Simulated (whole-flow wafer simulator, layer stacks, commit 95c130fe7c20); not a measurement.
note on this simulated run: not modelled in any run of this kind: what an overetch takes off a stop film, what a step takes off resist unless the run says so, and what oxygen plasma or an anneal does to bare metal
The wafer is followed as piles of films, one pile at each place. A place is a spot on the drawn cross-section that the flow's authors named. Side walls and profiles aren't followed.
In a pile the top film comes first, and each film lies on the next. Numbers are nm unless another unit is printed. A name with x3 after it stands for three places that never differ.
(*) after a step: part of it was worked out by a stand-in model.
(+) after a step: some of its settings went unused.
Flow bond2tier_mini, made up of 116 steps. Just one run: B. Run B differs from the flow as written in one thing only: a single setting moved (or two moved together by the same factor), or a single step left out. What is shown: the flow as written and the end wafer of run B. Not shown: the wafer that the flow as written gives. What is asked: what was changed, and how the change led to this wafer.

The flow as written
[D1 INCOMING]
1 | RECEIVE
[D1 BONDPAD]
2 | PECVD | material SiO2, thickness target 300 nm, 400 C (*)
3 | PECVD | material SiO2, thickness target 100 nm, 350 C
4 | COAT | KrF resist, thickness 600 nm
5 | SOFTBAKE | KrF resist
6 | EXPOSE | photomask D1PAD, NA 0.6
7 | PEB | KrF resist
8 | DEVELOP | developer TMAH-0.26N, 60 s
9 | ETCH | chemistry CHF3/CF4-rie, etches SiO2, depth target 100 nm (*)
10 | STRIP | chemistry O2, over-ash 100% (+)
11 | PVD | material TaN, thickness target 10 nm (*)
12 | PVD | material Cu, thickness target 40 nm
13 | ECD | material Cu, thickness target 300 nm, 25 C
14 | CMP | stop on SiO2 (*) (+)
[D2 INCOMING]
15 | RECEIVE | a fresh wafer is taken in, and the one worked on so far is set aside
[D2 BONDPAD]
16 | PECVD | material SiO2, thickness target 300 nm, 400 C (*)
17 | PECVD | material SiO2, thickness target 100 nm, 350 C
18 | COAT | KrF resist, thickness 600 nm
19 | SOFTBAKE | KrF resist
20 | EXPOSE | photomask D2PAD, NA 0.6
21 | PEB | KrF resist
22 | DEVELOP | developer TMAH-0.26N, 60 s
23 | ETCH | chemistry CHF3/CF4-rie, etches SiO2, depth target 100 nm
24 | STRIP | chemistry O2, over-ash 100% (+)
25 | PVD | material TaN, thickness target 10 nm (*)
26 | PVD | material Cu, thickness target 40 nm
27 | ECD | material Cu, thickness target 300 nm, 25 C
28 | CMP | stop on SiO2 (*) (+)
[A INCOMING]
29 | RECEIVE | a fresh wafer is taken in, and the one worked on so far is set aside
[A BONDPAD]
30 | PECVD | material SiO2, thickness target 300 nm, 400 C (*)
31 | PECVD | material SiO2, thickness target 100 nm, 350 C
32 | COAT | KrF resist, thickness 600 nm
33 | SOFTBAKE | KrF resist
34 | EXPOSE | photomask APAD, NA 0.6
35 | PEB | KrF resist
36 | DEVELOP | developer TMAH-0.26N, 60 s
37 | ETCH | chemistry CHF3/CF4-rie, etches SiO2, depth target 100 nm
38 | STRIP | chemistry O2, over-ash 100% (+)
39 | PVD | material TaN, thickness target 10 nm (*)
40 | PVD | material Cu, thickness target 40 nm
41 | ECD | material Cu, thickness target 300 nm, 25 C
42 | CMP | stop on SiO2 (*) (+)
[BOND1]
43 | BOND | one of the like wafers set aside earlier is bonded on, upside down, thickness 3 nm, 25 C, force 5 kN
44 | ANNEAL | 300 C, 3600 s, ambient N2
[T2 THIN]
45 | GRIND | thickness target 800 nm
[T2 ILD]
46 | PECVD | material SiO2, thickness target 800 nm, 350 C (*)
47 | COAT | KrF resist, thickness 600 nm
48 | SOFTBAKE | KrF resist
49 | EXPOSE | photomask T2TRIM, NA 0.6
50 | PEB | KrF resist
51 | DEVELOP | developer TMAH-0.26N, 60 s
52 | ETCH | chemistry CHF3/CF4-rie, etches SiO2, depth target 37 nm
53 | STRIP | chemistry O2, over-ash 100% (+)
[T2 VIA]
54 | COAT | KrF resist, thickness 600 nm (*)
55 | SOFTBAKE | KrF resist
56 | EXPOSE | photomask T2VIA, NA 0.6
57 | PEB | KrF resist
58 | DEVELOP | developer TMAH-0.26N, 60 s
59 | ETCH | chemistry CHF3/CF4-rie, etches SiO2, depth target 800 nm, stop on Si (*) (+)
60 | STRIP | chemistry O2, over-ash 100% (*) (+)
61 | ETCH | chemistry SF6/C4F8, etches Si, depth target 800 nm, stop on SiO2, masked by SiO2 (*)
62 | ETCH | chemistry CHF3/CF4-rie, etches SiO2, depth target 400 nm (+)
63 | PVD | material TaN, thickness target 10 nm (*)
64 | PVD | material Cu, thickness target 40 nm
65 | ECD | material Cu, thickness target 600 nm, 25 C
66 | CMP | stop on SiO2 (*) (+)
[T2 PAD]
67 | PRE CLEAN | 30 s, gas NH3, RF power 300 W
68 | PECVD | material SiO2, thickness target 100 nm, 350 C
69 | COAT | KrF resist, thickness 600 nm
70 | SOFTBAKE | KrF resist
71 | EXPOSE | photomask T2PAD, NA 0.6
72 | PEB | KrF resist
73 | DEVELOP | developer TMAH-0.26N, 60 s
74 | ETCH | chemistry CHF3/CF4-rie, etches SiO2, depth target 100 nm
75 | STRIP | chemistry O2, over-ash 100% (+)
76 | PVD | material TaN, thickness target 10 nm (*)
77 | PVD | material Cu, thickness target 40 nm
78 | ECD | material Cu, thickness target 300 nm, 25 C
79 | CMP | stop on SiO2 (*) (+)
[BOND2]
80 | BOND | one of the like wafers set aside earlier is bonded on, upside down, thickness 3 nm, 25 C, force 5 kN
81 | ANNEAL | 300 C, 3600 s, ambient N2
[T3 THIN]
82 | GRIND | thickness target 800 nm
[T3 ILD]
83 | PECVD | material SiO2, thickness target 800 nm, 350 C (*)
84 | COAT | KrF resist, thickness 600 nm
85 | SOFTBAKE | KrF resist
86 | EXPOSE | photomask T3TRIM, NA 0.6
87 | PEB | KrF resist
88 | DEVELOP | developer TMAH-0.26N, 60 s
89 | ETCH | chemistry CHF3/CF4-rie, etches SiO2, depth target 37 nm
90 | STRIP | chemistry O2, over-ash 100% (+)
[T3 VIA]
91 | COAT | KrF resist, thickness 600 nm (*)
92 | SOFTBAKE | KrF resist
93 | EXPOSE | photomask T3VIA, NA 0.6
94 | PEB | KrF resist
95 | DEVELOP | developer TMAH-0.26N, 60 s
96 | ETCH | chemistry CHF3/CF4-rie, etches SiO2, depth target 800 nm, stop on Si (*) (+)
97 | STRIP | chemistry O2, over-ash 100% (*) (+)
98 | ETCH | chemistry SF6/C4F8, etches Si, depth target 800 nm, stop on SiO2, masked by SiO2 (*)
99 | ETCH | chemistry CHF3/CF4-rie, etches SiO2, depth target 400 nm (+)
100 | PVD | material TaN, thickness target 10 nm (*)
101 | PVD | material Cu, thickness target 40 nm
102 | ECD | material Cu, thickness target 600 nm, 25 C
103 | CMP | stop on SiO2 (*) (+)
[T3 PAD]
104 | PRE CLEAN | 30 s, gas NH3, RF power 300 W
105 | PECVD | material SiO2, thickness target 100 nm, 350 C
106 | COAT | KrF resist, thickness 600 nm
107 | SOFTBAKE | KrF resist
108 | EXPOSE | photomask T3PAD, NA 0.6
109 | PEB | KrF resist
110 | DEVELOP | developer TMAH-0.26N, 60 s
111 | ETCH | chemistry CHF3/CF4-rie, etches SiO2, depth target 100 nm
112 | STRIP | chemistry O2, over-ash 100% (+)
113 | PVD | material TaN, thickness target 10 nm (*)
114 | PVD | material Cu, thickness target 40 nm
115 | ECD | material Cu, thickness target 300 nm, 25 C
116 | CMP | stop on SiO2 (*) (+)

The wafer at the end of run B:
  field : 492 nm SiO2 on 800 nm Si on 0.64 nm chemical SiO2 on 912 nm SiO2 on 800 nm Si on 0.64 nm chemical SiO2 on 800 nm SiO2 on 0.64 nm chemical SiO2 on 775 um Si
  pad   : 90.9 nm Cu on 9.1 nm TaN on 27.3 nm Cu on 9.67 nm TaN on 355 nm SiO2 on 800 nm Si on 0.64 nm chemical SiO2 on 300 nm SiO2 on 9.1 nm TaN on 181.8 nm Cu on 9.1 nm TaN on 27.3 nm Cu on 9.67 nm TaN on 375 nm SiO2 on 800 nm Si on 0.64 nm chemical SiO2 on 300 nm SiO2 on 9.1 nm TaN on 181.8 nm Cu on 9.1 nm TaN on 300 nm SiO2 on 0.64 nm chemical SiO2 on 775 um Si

Cause: step 62, ETCH: depth target 380 nm was run, while the flow as written has depth target 400 nm.

Step by step, how the change led to this:
  62 | ETCH | chemistry CHF3/CF4-rie, etches SiO2, depth target 400 nm (+)
      field, pad: -380 SiO2 (as written it would have been: -400 SiO2)
